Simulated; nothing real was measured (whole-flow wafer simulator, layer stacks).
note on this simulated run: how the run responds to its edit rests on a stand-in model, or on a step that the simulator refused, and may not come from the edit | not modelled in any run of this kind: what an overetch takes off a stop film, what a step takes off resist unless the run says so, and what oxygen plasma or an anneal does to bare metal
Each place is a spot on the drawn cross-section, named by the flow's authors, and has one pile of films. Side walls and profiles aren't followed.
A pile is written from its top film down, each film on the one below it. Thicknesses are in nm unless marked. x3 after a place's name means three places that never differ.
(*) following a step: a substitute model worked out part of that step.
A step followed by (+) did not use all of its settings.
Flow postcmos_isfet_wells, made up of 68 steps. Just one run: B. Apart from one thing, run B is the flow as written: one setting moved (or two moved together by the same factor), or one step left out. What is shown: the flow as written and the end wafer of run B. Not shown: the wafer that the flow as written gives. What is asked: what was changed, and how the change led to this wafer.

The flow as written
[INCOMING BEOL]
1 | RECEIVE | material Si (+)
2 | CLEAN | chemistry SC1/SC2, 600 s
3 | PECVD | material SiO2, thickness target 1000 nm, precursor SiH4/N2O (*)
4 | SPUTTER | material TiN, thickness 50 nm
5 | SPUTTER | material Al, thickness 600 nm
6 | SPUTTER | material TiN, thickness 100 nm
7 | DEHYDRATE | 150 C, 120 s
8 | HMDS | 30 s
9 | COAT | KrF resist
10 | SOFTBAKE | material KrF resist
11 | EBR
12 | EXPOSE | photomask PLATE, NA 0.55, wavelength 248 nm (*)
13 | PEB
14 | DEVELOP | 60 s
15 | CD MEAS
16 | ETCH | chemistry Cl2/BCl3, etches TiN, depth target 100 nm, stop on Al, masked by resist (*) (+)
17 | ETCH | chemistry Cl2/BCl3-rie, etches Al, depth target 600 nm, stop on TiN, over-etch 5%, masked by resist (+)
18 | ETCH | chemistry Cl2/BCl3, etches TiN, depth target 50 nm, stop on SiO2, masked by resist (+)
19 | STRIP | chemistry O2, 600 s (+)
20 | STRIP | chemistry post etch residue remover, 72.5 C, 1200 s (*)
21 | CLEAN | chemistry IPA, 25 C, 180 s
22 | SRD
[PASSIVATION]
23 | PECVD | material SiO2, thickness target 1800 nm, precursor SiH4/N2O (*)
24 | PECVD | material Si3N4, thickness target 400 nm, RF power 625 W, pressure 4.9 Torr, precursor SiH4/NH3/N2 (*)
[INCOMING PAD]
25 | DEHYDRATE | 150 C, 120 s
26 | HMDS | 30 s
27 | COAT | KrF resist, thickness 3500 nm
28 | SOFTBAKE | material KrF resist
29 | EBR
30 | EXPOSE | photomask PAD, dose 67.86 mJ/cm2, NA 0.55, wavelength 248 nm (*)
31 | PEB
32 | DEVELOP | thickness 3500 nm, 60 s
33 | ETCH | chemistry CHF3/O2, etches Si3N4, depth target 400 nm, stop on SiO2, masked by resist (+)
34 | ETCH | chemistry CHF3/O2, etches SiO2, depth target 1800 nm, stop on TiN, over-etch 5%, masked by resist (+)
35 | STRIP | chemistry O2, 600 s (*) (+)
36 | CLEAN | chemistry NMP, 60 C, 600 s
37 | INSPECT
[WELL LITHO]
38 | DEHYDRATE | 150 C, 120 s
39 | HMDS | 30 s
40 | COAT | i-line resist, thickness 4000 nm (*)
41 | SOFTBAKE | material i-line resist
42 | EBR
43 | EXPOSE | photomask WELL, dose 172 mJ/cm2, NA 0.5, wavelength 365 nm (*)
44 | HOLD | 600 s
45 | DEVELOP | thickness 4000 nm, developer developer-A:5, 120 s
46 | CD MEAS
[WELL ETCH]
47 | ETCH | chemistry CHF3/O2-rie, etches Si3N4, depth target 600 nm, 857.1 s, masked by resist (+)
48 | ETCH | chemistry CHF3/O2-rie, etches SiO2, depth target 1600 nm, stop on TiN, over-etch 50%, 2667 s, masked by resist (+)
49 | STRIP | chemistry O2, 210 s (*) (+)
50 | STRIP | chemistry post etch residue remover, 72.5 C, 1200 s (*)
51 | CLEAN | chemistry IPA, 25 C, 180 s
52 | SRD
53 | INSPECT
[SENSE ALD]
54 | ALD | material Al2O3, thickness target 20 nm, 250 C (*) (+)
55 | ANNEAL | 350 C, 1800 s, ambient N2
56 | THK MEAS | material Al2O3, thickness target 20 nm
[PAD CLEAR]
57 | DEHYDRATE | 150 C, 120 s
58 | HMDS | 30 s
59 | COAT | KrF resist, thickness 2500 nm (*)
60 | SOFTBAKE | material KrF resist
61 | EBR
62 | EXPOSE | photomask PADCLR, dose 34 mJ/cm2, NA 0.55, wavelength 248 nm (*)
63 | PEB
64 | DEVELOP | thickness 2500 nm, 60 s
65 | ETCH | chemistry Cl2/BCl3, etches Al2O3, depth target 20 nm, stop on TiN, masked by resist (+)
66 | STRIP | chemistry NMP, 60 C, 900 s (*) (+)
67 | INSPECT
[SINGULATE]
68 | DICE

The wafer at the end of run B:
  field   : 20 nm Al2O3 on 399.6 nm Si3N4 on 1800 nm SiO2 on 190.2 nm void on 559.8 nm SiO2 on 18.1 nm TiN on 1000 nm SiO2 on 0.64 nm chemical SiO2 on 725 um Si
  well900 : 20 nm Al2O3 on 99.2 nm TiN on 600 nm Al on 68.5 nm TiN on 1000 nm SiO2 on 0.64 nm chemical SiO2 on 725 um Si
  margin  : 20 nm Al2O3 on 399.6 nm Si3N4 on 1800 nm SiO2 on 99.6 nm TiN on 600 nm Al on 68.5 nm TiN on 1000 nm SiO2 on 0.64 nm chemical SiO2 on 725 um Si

What caused this: step 4, SPUTTER: thickness 68.5 nm was run, though the flow has thickness 50 nm.
One can read it off the wafer: well900 has TiN 68.5, and step 4 as written asks for 50 nm.

Step by step, how the change led to this:
  4 | SPUTTER | material TiN, thickness 50 nm
      field, margin, well900, well1300 x3, pad_rim, pad_clr, pad_open: TiN gains 68.5 (new film) (it would be, as written: TiN gains 50 (new film))
  18 | ETCH | chemistry Cl2/BCl3, etches TiN, depth target 50 nm, stop on SiO2, masked by resist (+)
      field: TiN loses 50 (it would be, as written: TiN loses 50 (all of it))
  23 | PECVD | material SiO2, thickness target 1800 nm, precursor SiH4/N2O (*)
      field: SiO2 gains 1800 (new film), void gains 190.2 (new film), SiO2 gains 559.8 (new film) (it would be, as written: SiO2 gains 1800 (new film), void gains 189.9 (new film), SiO2 gains 559.7)
With metal films that touch counted as one body, field has 1 body; the flow as written gives 0 bodies.
